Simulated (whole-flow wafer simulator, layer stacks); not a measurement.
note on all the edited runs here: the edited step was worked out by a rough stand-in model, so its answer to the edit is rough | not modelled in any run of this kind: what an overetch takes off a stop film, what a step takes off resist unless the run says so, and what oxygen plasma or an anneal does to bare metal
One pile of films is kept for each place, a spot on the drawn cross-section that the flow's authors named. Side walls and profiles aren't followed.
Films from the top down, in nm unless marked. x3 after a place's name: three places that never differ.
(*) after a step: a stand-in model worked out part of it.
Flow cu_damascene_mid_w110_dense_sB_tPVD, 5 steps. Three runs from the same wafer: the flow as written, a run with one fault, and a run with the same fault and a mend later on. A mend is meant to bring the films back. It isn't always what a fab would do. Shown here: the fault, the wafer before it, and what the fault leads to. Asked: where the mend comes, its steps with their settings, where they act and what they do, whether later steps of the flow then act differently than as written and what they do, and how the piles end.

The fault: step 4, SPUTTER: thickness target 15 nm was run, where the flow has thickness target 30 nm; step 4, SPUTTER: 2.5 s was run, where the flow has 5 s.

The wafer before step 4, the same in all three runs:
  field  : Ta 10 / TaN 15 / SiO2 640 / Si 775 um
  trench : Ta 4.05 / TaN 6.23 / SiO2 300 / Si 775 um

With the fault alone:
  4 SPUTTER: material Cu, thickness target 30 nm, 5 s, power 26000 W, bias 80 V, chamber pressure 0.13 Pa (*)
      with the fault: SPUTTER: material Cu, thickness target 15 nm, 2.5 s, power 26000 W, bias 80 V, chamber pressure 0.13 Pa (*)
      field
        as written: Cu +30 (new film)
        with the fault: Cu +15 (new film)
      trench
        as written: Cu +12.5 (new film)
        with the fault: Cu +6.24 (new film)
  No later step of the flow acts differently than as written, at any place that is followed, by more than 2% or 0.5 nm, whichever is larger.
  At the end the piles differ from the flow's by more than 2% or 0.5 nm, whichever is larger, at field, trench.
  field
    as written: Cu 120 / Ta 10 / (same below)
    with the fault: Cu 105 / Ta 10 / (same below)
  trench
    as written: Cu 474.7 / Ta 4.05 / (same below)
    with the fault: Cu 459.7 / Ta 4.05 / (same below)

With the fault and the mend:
  The mend comes after step 4.
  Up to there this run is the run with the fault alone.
  4a SPUTTER: material Cu, thickness target 15 nm, 2.5 s, power 26000 W, bias 80 V, chamber pressure 0.13 Pa (*) (the flow's step 4 once more, with other settings)
      field
        Cu +15
      trench
        Cu +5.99
  No later step of the flow acts differently than as written, at any place that is followed, by more than 2% or 0.5 nm, whichever is larger.
  At the end the piles are the same as the flow's at every place that both follow.
